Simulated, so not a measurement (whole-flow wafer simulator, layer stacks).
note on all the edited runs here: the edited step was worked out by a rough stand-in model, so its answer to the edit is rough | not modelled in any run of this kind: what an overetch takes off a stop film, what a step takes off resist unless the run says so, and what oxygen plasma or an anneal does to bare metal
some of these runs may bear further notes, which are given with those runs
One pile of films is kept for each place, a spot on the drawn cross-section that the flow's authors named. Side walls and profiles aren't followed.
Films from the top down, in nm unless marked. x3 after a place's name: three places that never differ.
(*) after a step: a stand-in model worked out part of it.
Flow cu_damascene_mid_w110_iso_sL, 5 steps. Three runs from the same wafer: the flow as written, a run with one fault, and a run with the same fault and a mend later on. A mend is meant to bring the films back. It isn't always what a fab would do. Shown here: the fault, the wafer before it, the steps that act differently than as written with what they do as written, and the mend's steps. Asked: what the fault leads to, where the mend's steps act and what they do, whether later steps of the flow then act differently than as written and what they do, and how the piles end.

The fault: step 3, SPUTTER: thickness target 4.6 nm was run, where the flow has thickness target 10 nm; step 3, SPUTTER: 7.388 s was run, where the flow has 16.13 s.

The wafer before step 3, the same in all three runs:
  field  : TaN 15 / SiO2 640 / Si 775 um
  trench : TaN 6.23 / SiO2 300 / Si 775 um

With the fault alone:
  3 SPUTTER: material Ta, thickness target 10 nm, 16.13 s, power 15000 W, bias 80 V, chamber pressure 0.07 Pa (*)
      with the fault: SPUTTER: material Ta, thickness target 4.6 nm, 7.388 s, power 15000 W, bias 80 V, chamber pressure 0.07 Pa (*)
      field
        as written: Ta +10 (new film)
        with the fault: Ta +4.6 (new film)
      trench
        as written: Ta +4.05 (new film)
        with the fault: Ta +1.86 (new film)
  No later step of the flow acts differently than as written, at any place that is followed, by more than 2% or 0.5 nm, whichever is larger.
  At the end the piles differ from the flow's by more than 2% or 0.5 nm, whichever is larger, at field, trench.
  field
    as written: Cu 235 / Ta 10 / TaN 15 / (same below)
    with the fault: Cu 235 / Ta 4.6 / TaN 15 / (same below)
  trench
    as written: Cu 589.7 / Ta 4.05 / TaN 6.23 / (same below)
    with the fault: Cu 586.5 / Ta 1.86 / TaN 6.23 / (same below)

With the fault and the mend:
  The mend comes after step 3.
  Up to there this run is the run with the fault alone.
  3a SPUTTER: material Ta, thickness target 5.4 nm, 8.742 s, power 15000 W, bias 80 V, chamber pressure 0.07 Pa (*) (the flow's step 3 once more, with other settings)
      field
        Ta +5.4
      trench
        Ta +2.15
  No later step of the flow acts differently than as written at any place that is followed.
  At the end the piles differ from the flow's only slightly at the places that both follow, by at most 2% or 0.5 nm, whichever is larger.
